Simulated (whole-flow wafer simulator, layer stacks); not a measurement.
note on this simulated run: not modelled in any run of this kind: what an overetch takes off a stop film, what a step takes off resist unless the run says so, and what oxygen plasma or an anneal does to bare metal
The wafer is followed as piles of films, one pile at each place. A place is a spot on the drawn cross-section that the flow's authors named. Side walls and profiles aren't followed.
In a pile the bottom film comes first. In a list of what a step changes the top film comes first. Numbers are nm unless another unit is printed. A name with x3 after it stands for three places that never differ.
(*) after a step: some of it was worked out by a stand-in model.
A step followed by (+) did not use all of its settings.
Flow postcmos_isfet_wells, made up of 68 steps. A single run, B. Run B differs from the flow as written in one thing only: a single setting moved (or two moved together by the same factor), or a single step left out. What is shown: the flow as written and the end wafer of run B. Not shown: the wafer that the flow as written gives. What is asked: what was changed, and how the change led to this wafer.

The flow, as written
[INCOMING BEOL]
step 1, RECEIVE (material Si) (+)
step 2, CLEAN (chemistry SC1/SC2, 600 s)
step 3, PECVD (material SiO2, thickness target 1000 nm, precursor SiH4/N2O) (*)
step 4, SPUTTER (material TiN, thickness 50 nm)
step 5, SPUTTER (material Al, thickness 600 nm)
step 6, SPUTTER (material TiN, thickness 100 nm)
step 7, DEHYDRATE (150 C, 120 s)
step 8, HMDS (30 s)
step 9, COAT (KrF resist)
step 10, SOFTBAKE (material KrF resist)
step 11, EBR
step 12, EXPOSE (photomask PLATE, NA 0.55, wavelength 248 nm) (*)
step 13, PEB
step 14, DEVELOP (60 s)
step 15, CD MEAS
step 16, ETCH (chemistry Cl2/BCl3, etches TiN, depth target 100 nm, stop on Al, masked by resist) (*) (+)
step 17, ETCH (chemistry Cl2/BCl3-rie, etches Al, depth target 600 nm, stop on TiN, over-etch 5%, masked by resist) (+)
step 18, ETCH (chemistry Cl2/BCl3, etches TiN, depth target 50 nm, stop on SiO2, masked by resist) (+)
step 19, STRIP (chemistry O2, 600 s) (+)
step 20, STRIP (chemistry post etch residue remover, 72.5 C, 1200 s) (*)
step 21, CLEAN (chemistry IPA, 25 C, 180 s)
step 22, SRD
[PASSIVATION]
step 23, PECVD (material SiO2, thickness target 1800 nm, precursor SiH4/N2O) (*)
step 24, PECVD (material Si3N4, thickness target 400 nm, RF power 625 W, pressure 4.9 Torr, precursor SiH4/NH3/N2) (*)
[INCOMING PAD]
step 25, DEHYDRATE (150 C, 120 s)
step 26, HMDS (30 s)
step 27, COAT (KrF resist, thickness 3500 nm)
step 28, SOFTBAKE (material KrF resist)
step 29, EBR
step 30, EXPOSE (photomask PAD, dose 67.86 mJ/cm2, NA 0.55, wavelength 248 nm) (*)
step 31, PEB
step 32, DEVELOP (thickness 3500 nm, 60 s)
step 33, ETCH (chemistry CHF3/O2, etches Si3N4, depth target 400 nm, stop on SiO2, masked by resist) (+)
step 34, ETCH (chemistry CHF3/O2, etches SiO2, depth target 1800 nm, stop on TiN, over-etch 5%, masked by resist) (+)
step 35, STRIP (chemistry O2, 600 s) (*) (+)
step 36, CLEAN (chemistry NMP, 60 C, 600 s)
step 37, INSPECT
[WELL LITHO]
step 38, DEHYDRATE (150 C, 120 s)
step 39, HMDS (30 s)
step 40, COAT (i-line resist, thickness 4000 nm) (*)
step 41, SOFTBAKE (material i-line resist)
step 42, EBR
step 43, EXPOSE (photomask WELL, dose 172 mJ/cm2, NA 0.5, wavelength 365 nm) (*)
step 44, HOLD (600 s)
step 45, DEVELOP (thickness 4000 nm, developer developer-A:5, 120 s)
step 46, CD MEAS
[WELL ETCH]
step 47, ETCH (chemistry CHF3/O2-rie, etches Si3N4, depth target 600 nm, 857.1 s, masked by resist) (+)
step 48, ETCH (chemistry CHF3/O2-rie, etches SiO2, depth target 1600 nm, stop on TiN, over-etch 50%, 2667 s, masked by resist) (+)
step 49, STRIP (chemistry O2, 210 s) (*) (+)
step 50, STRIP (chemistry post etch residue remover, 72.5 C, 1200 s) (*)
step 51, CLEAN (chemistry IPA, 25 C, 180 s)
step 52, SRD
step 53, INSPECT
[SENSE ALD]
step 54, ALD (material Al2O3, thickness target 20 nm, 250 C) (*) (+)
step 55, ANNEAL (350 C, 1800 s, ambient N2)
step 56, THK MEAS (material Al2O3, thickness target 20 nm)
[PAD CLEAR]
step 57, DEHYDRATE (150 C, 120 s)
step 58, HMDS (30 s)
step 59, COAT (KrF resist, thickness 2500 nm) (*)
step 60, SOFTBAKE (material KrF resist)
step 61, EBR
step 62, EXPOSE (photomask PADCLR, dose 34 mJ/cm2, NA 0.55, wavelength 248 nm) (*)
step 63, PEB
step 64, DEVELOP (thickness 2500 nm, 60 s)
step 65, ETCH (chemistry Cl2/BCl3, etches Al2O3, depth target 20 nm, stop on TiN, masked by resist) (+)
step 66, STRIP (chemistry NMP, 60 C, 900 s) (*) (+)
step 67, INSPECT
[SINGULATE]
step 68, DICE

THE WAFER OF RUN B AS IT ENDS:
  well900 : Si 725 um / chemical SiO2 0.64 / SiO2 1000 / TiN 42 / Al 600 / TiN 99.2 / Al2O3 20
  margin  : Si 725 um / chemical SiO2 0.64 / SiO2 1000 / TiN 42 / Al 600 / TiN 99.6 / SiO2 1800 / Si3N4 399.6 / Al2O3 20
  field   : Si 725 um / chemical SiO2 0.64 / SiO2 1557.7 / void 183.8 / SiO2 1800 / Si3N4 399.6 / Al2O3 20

The reason: step 4, SPUTTER: thickness 42 nm was run, whereas the flow has thickness 50 nm.
The wafer itself shows it: well900 has TiN 42, and step 4 as written asks for 50 nm.

How this came from the change, step by step:
  step 4, SPUTTER (material TiN, thickness 50 nm)
      field, margin, well900, well1300 x3, pad_rim, pad_clr, pad_open: TiN gains 42 (new film) (it would be, as written: TiN gains 50 (new film))
  step 18, ETCH (chemistry Cl2/BCl3, etches TiN, depth target 50 nm, stop on SiO2, masked by resist) (+)
      field: TiN loses 42 (all of it) (it would be, as written: TiN loses 50 (all of it))
  step 23, PECVD (material SiO2, thickness target 1800 nm, precursor SiH4/N2O) (*)
      field: SiO2 gains 1800 (new film), void gains 183.8 (new film), SiO2 gains 557.7 (it would be, as written: SiO2 gains 1800 (new film), void gains 189.9 (new film), SiO2 gains 559.7)
